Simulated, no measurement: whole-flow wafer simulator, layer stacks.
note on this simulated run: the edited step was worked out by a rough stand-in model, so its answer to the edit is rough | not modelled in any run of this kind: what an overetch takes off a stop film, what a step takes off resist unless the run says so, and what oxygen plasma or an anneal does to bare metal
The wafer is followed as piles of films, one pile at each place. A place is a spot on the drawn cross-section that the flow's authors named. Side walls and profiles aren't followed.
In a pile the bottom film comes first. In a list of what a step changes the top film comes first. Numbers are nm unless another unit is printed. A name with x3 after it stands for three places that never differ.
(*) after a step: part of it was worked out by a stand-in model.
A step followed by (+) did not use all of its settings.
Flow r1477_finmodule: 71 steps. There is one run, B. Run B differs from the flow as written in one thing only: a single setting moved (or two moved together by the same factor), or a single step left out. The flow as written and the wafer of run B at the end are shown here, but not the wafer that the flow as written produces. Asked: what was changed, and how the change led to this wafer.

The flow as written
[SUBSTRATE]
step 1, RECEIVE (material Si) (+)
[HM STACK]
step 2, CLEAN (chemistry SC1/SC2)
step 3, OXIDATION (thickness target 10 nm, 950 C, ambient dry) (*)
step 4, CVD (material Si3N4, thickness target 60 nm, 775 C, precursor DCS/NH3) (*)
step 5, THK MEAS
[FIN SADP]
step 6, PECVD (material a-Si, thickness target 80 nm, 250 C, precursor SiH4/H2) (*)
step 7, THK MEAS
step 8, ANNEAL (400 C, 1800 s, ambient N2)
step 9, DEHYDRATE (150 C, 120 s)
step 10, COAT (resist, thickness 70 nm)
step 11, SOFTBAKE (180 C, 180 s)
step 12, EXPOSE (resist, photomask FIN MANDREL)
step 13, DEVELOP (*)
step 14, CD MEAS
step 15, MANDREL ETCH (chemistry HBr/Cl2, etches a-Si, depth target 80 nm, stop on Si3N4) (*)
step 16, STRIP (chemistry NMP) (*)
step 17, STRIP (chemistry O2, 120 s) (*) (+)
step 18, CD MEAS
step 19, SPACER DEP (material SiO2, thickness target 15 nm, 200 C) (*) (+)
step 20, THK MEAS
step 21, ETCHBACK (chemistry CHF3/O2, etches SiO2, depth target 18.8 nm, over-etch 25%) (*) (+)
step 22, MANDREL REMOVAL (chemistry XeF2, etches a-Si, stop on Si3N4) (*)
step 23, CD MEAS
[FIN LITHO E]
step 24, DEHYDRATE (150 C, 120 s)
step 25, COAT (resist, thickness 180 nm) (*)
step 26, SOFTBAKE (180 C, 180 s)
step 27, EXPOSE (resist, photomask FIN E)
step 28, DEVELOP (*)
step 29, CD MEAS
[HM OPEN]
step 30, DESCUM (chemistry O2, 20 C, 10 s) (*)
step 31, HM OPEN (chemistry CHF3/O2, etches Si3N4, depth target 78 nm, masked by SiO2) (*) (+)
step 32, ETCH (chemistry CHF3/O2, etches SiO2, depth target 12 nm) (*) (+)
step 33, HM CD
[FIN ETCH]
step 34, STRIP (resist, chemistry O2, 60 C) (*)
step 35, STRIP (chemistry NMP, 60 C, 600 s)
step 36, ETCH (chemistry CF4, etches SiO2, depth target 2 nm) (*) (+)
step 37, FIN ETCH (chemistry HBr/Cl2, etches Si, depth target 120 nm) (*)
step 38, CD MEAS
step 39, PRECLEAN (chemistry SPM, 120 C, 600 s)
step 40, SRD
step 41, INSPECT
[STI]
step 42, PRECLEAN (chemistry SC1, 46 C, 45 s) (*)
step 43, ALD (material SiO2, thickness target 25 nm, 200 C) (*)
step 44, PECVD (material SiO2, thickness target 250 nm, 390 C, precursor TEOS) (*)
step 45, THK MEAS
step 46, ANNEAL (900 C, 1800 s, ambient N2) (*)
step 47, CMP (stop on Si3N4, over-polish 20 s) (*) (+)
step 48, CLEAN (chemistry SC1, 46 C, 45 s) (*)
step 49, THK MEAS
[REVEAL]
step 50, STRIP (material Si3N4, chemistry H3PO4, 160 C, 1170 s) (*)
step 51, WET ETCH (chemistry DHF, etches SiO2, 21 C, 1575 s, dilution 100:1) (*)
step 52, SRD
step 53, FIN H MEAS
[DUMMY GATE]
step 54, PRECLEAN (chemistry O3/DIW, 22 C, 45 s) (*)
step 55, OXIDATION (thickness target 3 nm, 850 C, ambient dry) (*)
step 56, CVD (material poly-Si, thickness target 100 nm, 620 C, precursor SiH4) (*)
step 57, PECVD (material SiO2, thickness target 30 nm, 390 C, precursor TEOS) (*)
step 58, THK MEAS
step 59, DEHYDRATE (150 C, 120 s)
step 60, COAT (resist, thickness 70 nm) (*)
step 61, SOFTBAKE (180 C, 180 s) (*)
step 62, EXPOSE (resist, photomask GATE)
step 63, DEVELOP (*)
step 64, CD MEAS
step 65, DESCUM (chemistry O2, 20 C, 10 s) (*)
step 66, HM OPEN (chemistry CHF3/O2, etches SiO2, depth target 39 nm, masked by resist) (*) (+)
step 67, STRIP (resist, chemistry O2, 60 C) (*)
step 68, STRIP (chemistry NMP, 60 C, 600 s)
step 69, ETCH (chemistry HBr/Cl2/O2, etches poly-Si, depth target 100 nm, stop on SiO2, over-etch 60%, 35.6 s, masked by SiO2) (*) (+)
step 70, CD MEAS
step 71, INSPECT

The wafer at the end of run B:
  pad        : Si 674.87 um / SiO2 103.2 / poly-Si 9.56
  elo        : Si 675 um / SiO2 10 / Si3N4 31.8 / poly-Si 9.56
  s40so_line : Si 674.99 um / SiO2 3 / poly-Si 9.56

The reason: step 69, ETCH: depth target 55 nm was run, whereas the flow has depth target 100 nm; step 69, ETCH: 19.6 s was run, where the flow has 35.6 s.

The path from the change to this, step by step:
  step 69, ETCH (chemistry HBr/Cl2/O2, etches poly-Si, depth target 100 nm, stop on SiO2, over-etch 60%, 35.6 s, masked by SiO2) (*) (+)
      pad, eso, e40so and 8 more: -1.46 chemical SiO2 (all of it), -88 poly-Si (it would be, as written: -1.46 chemical SiO2 (all of it), -97.6 poly-Si (all of it), -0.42 SiO2)
      elo, e40lo, e100lo, e200lo: -1.46 chemical SiO2 (all of it), -88 poly-Si (it would be, as written: -1.46 chemical SiO2 (all of it), -97.6 poly-Si (all of it), -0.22 Si3N4)
      (also at 21 further places)
